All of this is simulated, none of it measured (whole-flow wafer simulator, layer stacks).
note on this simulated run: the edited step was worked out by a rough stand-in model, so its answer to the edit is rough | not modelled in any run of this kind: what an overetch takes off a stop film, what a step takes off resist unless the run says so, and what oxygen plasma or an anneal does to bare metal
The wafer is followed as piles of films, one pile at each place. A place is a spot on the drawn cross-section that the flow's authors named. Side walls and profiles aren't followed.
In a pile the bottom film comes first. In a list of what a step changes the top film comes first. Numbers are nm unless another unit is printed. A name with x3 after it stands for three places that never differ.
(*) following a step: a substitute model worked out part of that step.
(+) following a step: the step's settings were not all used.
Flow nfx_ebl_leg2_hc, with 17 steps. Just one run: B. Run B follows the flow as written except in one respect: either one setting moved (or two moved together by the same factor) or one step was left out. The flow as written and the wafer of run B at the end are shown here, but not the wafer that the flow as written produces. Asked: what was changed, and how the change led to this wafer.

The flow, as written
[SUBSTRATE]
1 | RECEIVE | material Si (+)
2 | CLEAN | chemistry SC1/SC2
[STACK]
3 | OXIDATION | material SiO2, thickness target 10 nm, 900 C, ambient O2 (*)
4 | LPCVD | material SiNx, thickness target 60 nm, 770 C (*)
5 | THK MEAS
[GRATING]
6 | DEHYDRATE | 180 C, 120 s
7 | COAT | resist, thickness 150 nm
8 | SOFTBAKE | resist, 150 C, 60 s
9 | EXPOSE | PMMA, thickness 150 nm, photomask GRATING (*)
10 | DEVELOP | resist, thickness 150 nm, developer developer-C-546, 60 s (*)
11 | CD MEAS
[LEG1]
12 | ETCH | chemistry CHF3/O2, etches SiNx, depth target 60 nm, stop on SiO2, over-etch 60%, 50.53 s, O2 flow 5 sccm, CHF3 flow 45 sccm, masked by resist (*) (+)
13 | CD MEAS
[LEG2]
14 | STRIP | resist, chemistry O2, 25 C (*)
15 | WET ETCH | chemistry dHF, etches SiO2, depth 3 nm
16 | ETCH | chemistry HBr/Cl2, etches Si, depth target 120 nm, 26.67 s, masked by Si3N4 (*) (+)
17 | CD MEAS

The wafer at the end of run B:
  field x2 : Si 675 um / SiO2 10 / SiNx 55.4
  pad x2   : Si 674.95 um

What caused this: step 16, ETCH: depth target 48 nm was run, while the flow as written has depth target 120 nm; step 16, ETCH: 10.67 s was run, where the flow has 26.67 s.

Step by step, how the change led to this:
  16 | ETCH | chemistry HBr/Cl2, etches Si, depth target 120 nm, 26.67 s, masked by Si3N4 (*) (+)
      field x2: SiNx loses 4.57 (as written it would have been: SiNx loses 11.4)
      pad x2: Si loses 48 (as written it would have been: Si loses 120)
